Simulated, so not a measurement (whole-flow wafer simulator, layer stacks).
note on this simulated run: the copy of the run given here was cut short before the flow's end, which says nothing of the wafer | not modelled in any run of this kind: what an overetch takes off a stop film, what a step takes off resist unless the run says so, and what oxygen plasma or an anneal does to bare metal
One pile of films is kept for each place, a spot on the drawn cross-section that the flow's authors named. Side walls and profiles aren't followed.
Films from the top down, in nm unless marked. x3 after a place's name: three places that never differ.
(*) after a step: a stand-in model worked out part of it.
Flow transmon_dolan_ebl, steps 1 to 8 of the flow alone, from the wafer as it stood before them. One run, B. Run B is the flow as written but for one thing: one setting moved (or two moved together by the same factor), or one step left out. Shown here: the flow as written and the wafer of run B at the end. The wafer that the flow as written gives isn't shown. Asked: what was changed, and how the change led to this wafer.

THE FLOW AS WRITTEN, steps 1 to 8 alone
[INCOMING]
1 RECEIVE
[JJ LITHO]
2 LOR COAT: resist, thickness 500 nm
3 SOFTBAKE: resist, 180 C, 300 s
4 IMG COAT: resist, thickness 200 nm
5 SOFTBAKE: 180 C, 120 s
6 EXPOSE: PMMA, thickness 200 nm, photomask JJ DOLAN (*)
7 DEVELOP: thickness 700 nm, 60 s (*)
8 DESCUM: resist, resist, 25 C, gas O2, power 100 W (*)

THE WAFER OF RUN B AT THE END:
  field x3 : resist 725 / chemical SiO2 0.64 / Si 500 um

The cause: step 4, IMG COAT: thickness 240 nm was run, where the flow has thickness 200 nm.

How the change led to this, step by step:
  4 IMG COAT: resist, thickness 200 nm
      field x3, jj_line: resist +240 (as written it would be: resist +200)
  7 DEVELOP: thickness 700 nm, 60 s (*)
      jj_line: resist -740 (all of it) (as written it would be: resist -700 (all of it))
